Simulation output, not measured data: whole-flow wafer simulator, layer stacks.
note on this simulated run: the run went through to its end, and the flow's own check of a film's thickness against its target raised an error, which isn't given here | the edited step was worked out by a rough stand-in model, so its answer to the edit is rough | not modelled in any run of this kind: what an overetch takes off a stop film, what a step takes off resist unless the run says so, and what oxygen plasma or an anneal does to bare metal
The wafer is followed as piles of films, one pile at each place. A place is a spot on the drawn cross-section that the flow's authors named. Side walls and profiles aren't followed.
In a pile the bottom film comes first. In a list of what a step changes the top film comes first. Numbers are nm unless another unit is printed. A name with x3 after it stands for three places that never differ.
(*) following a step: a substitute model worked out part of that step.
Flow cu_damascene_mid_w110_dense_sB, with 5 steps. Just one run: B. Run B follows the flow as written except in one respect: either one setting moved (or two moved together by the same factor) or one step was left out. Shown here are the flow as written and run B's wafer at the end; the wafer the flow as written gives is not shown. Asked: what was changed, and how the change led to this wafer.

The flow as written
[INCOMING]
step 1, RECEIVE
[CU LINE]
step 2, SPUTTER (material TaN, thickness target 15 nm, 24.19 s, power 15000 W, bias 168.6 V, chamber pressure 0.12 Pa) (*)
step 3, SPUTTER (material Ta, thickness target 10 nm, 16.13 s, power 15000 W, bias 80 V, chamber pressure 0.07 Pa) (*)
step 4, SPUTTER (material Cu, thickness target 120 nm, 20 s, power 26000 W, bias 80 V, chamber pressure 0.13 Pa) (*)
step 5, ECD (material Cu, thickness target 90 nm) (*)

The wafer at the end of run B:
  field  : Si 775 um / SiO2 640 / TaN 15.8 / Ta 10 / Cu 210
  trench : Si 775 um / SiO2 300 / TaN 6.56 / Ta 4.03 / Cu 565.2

What caused this: step 2, SPUTTER: thickness target 15.8 nm was run, whereas the flow has thickness target 15 nm; step 2, SPUTTER: 25.4 s was run, where the flow has 24.19 s.
The wafer itself shows it: field has TaN 15.8, and step 2 as written asks for 15 nm.

Step by step, how the change led to this:
  step 2, SPUTTER (material TaN, thickness target 15 nm, 24.19 s, power 15000 W, bias 168.6 V, chamber pressure 0.12 Pa) (*)
      field: TaN gains 15.8 (new film) (in the flow as written it would be: TaN gains 15 (new film))
